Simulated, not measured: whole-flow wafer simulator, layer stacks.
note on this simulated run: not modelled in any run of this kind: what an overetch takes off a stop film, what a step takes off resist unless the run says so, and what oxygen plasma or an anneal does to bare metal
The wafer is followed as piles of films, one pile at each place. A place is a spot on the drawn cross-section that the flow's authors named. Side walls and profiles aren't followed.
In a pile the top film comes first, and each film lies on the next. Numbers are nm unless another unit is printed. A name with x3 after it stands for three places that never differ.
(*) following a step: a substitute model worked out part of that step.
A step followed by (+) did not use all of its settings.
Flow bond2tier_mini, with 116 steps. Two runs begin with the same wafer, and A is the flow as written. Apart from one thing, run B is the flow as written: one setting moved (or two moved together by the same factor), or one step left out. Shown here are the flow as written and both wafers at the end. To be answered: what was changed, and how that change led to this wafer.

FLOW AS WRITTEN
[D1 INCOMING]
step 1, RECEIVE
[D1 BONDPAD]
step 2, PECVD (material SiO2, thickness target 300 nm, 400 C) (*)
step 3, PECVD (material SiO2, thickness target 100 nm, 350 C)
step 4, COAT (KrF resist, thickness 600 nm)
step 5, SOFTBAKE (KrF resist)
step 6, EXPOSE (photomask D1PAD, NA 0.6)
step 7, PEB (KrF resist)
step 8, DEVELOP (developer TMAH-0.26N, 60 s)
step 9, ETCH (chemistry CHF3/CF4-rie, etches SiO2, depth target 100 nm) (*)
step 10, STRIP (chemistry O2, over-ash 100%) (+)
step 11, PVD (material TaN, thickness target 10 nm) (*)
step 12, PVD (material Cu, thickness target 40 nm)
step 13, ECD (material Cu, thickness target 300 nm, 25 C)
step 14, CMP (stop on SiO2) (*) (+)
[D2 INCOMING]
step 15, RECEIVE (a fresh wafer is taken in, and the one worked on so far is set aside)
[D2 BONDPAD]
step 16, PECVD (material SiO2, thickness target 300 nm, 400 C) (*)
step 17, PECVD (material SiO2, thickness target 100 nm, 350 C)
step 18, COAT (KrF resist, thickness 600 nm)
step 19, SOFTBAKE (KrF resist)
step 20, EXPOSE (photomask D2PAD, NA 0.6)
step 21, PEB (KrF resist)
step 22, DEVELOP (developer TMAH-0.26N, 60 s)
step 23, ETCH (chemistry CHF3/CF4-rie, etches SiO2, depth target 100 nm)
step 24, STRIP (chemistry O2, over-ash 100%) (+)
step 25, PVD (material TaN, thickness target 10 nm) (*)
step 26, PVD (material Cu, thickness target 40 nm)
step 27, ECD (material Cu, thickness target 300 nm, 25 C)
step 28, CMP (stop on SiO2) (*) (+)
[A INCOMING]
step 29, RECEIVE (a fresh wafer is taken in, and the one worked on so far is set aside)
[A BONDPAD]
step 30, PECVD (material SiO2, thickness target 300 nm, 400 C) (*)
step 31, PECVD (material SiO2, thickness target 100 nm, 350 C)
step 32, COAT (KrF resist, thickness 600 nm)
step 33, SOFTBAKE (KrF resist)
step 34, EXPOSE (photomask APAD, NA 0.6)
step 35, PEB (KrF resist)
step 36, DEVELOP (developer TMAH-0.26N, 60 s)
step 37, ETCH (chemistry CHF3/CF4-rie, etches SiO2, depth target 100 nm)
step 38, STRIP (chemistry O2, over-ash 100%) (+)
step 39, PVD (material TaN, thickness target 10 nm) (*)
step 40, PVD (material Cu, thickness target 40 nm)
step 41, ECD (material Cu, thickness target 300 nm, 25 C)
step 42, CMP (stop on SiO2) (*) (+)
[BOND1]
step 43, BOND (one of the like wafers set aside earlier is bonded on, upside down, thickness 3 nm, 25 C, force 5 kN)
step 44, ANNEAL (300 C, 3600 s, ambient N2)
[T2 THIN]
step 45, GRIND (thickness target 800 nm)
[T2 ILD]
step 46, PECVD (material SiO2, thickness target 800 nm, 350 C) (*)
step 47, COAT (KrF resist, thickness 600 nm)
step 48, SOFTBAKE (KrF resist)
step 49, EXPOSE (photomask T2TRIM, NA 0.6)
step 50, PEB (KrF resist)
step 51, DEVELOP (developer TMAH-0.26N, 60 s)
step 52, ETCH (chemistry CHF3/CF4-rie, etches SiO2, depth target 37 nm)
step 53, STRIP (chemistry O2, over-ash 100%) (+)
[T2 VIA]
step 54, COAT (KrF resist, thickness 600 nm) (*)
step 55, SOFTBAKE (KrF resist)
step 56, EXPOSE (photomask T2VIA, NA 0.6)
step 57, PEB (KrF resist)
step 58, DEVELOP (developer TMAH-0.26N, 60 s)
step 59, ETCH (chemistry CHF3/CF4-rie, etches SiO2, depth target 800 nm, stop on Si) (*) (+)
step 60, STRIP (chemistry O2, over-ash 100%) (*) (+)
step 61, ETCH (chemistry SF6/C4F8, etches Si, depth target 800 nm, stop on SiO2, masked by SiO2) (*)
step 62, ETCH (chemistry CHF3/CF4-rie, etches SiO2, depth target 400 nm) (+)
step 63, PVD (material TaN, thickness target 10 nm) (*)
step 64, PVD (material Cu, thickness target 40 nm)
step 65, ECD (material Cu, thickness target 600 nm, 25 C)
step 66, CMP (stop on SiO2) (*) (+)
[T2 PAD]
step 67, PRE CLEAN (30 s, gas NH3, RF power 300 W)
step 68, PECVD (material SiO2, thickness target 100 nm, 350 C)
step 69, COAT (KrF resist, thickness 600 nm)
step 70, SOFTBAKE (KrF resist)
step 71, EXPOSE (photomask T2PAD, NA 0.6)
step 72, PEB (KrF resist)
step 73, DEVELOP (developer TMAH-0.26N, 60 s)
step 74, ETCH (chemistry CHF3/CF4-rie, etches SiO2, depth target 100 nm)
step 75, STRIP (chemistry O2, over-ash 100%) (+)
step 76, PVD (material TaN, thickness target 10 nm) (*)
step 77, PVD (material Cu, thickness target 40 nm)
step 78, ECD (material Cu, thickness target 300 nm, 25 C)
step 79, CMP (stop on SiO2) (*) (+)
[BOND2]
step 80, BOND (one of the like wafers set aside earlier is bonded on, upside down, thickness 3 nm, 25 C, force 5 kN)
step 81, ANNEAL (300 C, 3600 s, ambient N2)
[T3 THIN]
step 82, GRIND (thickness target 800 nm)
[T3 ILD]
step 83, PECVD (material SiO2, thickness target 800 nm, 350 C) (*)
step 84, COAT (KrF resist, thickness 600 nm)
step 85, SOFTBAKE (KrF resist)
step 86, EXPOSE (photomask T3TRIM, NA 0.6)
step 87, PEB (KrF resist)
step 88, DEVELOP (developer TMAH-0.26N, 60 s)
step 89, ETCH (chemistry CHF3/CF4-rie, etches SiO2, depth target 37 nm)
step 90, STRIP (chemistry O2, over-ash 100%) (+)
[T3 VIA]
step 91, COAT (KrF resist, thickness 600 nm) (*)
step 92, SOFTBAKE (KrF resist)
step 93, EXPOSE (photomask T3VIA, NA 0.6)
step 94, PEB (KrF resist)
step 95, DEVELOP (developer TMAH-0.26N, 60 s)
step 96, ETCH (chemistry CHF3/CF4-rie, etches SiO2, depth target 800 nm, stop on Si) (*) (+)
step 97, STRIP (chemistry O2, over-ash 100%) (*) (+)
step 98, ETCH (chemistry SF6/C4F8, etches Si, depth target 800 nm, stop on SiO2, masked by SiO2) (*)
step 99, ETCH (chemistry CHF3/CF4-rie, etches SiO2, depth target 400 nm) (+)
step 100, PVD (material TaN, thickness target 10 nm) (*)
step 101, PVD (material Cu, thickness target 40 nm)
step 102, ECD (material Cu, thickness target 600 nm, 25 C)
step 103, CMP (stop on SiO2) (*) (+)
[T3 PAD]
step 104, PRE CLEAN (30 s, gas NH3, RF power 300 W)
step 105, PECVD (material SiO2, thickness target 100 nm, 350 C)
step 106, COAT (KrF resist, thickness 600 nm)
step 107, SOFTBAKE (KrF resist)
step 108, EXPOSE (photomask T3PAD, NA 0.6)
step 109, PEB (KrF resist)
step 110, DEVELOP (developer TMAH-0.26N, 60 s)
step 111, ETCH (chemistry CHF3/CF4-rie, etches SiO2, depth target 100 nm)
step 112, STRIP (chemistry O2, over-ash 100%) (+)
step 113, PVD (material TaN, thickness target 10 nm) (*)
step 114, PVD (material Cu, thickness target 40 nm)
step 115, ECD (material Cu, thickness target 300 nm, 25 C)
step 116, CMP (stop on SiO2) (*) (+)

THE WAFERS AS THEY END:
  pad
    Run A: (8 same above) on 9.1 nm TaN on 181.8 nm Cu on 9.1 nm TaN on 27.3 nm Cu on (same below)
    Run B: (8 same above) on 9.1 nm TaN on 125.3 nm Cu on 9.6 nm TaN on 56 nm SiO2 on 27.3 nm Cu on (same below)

The reason: step 74, ETCH: depth target 44 nm was run, while the flow as written has depth target 100 nm.

The path from the change to this, step by step:
  step 74, ETCH (chemistry CHF3/CF4-rie, etches SiO2, depth target 100 nm)
      pad: A -100 SiO2 (all of it) | B -44 SiO2
      field: A -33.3 KrF resist | B -14.7 KrF resist
  step 75, STRIP (chemistry O2, over-ash 100%) (+)
      field: A -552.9 KrF resist (all of it) | B -571.6 KrF resist (all of it)
  step 77, PVD (material Cu, thickness target 40 nm)
      pad: A +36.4 Cu (new film) | B +38.4 Cu (new film)
  step 78, ECD (material Cu, thickness target 300 nm, 25 C)
      pad: A +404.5 Cu | B +346 Cu
If metal films that touch count as one body, pad has 4 bodies (between them, from the top down: SiO2 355 / Si 800 / chemical SiO2 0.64 / SiO2 300; SiO2 56; SiO2 355 / Si 800 / chemical SiO2 0.64 / SiO2 300); the flow as written gives 3 bodies (between them, from the top down: SiO2 355 / Si 800 / chemical SiO2 0.64 / SiO2 300; SiO2 355 / Si 800 / chemical SiO2 0.64 / SiO2 300).
